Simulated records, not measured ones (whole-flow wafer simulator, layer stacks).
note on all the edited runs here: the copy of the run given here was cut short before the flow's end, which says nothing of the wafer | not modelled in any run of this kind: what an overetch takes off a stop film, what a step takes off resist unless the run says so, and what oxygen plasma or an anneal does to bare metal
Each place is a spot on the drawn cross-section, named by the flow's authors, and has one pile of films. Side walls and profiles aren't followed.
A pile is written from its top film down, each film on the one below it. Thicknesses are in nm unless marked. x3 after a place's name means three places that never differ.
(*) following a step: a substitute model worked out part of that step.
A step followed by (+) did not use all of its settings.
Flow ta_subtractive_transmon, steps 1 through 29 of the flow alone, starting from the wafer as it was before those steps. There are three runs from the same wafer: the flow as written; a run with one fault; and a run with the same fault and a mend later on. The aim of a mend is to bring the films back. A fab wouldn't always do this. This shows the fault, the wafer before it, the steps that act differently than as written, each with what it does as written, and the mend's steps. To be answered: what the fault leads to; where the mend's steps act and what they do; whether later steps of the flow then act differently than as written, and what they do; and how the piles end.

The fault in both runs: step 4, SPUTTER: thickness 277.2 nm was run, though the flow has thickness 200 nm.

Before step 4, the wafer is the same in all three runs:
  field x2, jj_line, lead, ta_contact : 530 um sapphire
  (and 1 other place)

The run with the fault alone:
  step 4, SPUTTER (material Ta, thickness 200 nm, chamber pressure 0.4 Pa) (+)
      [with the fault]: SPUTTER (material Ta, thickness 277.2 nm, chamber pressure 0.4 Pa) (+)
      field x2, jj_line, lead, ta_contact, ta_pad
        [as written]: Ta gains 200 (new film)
        [with the fault]: Ta gains 277.2 (new film)
  Later steps of the flow acting differently than as written (3 more steps, not shown, differ only slightly: by at most 2% or 0.5 nm, whichever is larger):
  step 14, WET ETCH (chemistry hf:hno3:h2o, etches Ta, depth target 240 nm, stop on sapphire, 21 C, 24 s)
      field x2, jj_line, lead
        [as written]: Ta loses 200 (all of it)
        [with the fault]: Ta loses 240
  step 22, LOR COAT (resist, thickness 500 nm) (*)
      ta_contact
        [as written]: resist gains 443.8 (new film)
        [with the fault]: resist gains 433.7 (new film)
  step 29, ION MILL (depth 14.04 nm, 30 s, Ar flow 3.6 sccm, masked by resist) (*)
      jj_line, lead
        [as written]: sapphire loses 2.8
        [with the fault]: Ta loses 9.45
  At field x2, jj_line, lead, ta_contact, ta_pad, the piles at the end differ from the flow's by more than 2% or 0.5 nm, whichever is larger.
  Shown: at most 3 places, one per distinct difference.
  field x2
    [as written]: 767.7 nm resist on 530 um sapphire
    [with the fault]: 767.7 nm resist on 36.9 nm Ta on 530 um sapphire
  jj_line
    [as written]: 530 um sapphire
    [with the fault]: 27.5 nm Ta on 530 um sapphire
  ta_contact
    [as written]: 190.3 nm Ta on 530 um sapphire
    [with the fault]: 267.5 nm Ta on 530 um sapphire

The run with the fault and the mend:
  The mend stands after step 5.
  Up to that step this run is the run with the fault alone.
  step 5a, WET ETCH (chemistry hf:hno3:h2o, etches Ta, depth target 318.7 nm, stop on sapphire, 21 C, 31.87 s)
      field x2, jj_line, lead, ta_contact, ta_pad
        Ta loses 277.2 (all of it)
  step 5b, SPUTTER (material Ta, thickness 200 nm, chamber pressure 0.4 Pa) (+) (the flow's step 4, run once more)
      field x2, jj_line, lead, ta_contact, ta_pad
        Ta gains 200 (new film)
  None of the later steps of the flow acts differently than as written at any place that is followed.
  The piles end the same as the flow's at every place that both follow.
